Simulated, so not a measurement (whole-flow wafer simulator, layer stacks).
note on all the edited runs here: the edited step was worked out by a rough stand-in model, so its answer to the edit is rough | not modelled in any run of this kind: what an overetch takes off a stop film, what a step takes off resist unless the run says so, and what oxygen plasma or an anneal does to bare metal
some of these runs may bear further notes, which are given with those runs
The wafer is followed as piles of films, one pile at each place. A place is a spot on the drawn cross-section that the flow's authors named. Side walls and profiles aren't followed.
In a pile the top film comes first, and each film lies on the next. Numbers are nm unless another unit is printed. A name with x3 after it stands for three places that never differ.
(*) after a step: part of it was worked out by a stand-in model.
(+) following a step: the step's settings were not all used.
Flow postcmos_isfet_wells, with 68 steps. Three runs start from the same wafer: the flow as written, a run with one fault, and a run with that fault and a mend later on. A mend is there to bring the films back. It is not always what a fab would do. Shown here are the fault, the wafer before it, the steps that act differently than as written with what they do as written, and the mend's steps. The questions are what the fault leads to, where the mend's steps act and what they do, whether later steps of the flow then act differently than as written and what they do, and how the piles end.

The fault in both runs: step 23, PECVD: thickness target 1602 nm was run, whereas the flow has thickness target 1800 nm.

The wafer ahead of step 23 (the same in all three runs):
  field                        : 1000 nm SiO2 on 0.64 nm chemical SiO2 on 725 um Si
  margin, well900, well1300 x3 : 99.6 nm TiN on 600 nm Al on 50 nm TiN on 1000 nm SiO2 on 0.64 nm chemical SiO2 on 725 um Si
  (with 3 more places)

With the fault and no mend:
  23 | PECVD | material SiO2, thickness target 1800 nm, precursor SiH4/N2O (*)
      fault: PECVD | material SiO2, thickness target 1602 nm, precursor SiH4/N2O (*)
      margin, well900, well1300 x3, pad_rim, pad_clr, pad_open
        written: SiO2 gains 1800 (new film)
        fault: SiO2 gains 1602 (new film)
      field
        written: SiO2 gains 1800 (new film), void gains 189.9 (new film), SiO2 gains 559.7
        fault: SiO2 gains 1602 (new film), void gains 189.9 (new film), SiO2 gains 559.6
  Steps further on in the flow that do not act as written (not shown: 2 more steps that differ only slightly, by at most 2% or 0.5 nm, whichever is larger):
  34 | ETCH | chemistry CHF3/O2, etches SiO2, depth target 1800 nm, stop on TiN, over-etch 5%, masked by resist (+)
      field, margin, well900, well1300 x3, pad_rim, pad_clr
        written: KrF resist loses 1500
        fault: KrF resist loses 1401.8
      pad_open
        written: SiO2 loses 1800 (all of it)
        fault: SiO2 loses 1602 (all of it)
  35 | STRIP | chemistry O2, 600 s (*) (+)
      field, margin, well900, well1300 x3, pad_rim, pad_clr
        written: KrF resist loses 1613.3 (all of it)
        fault: KrF resist loses 1711.6 (all of it)
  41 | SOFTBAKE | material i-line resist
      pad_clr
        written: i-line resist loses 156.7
        fault: i-line resist loses 137
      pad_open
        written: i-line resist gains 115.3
        fault: i-line resist gains 106.5
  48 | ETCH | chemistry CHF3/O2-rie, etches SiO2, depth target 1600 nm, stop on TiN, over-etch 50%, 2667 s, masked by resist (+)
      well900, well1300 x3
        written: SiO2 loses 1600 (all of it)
        fault: SiO2 loses 1402 (all of it)
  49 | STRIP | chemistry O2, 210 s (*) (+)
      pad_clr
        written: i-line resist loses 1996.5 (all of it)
        fault: i-line resist loses 2078 (all of it)
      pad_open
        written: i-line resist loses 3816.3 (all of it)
        fault: i-line resist loses 3736.5 (all of it)
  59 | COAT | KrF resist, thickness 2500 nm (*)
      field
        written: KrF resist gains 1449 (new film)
        fault: KrF resist gains 1543.6 (new film)
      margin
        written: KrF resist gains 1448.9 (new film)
        fault: KrF resist gains 1543.5 (new film)
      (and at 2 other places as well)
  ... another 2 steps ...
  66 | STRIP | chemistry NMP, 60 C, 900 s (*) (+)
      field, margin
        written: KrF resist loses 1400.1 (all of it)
        fault: KrF resist loses 1494 (all of it)
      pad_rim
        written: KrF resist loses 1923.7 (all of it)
        fault: KrF resist loses 1968.3 (all of it)
  The piles end different from the flow's at field, margin, pad_rim, pad_clr by more than 2% or 0.5 nm, whichever is larger.
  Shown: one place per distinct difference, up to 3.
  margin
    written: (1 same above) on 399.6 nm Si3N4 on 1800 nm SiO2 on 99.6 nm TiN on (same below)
    fault: (1 same above) on 399.6 nm Si3N4 on 1602 nm SiO2 on 99.6 nm TiN on (same below)
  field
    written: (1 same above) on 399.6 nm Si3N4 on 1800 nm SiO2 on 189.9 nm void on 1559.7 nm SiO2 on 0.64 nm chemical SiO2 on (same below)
    fault: (1 same above) on 399.6 nm Si3N4 on 1602 nm SiO2 on 189.9 nm void on 1559.6 nm SiO2 on 0.64 nm chemical SiO2 on (same below)
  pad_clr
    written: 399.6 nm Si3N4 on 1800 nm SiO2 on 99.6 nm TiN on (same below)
    fault: 399.6 nm Si3N4 on 1602 nm SiO2 on 99.6 nm TiN on (same below)

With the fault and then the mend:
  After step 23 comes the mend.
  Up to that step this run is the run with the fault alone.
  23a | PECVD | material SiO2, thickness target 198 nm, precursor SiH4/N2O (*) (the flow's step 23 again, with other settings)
      field, margin, well900, well1300 x3, pad_rim, pad_clr, pad_open
        SiO2 gains 198
  None of the later steps of the flow acts differently than as written at any place that is followed.
  The piles end only slightly different from the flow's at the places that both follow, by no more than 2% or 0.5 nm, whichever is larger.
